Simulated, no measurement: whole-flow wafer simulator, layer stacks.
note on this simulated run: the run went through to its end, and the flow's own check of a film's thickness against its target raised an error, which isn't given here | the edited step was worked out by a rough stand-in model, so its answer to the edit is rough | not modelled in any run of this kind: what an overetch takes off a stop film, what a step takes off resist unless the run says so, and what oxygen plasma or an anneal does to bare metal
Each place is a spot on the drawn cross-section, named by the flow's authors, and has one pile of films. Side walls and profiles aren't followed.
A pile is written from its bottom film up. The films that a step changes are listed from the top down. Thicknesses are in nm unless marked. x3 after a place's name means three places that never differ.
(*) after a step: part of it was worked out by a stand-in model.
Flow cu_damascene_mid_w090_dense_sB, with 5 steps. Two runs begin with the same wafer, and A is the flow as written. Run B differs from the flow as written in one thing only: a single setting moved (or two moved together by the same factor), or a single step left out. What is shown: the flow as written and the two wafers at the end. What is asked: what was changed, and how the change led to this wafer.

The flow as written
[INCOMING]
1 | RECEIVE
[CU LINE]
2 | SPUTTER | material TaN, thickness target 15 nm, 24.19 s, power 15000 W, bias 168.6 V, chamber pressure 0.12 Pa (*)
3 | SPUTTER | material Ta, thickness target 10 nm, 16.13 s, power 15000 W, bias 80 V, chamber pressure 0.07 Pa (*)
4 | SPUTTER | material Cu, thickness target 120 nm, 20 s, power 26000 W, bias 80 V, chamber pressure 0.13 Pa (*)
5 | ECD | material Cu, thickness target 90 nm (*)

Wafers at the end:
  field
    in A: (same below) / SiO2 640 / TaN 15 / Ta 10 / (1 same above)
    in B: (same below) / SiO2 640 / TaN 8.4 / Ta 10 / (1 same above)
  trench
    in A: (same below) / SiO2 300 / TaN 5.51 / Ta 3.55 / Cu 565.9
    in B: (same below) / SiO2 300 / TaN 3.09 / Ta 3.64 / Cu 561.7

What caused this: step 2, SPUTTER: thickness target 8.4 nm was run, while the flow as written has thickness target 15 nm; step 2, SPUTTER: 13.57 s was run, where the flow has 24.19 s.
The wafer itself shows it: field has TaN 8.4, and step 2 as written asks for 15 nm.

Step by step, how the change led to this:
  2 | SPUTTER | material TaN, thickness target 15 nm, 24.19 s, power 15000 W, bias 168.6 V, chamber pressure 0.12 Pa (*)
      field: A TaN gains 15 (new film) | B TaN gains 8.4 (new film)
      trench: A TaN gains 5.51 (new film) | B TaN gains 3.09 (new film)
  4 | SPUTTER | material Cu, thickness target 120 nm, 20 s, power 26000 W, bias 80 V, chamber pressure 0.13 Pa (*)
      trench: A Cu gains 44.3 (new film) | B Cu gains 45.4 (new film)
